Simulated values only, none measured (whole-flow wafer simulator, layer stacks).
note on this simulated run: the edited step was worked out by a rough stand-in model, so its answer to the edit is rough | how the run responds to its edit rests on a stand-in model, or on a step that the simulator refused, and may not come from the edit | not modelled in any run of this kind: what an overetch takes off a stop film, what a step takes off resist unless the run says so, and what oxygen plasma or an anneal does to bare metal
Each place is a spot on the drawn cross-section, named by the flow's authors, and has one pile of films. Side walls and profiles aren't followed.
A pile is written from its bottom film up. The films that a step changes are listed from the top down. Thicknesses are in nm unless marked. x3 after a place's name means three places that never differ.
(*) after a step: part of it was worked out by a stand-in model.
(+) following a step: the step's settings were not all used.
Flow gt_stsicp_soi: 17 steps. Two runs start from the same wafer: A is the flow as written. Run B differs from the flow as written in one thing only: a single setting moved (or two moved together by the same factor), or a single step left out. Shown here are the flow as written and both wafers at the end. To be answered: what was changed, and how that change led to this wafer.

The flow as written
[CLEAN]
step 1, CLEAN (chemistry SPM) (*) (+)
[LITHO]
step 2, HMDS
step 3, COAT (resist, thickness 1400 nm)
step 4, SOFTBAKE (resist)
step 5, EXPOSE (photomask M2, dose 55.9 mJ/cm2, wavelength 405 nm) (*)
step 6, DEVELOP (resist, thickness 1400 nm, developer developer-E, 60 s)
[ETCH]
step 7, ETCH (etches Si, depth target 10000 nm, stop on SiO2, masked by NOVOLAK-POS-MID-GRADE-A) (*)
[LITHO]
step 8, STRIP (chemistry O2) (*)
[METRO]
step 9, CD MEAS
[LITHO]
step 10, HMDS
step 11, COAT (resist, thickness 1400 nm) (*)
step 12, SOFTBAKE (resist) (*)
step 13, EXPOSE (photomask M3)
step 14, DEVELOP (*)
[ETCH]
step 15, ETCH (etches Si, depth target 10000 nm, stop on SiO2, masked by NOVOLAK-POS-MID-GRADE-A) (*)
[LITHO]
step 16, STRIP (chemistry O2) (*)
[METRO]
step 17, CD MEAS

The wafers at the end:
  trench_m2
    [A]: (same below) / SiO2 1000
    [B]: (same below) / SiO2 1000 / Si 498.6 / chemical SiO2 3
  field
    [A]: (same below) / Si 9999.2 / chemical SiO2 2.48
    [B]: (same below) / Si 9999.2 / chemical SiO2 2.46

What caused this: step 7, ETCH: depth target 9500 nm was run, whereas the flow has depth target 10000 nm.

Step by step, how the change led to this:
  step 7, ETCH (etches Si, depth target 10000 nm, stop on SiO2, masked by NOVOLAK-POS-MID-GRADE-A) (*)
      trench_m2: A -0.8 chemical SiO2 (all of it), -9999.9 Si (all of it) | B -0.8 chemical SiO2 (all of it), -9500 Si
      field, trench_m3: A -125 resist | B -118.8 resist
  step 8, STRIP (chemistry O2) (*)
      trench_m2: A nothing | B +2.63 chemical SiO2 (new film), -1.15 Si
  step 11, COAT (resist, thickness 1400 nm) (*)
      trench_m2: A +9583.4 resist (new film) | B +9190 resist (new film)
  step 16, STRIP (chemistry O2) (*)
      trench_m2: A -9458.4 resist (all of it) | B -9065 resist (all of it), +0.37 chemical SiO2, -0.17 Si
